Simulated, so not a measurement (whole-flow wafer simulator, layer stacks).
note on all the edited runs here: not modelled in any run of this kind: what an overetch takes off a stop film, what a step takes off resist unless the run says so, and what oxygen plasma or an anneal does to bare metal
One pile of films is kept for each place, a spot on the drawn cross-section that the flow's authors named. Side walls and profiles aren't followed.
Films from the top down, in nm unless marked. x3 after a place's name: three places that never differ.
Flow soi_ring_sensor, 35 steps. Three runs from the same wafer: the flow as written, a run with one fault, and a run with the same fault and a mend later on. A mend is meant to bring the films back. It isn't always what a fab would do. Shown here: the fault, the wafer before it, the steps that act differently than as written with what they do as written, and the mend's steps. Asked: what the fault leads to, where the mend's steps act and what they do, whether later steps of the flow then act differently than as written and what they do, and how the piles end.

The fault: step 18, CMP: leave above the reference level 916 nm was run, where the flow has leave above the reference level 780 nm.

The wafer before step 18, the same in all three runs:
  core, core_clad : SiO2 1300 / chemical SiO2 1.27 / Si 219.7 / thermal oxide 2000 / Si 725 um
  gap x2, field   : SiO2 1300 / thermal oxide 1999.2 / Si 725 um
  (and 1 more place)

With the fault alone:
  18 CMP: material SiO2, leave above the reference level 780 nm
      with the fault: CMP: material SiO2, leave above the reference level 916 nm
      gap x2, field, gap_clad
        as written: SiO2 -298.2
        with the fault: SiO2 -162.2
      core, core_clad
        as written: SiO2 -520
        with the fault: SiO2 -384
  Later steps of the flow that act differently than as written:
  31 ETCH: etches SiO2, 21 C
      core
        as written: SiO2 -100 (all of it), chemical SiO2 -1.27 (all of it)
        with the fault: SiO2 -236 (all of it), chemical SiO2 -1.27 (all of it)
  At the end the piles differ from the flow's by more than 2% or 0.5 nm, whichever is larger, at field, core_clad.
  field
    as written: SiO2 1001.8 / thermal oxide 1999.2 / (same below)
    with the fault: SiO2 1137.8 / thermal oxide 1999.2 / (same below)
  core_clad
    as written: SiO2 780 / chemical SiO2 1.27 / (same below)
    with the fault: SiO2 916 / chemical SiO2 1.27 / (same below)

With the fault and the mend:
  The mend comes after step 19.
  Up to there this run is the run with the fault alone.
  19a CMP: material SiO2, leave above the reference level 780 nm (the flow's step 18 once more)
      core, gap x2, field, core_clad, gap_clad
        SiO2 -136
  No later step of the flow acts differently than as written at any place that is followed.
  At the end the piles are the same as the flow's at every place that both follow.
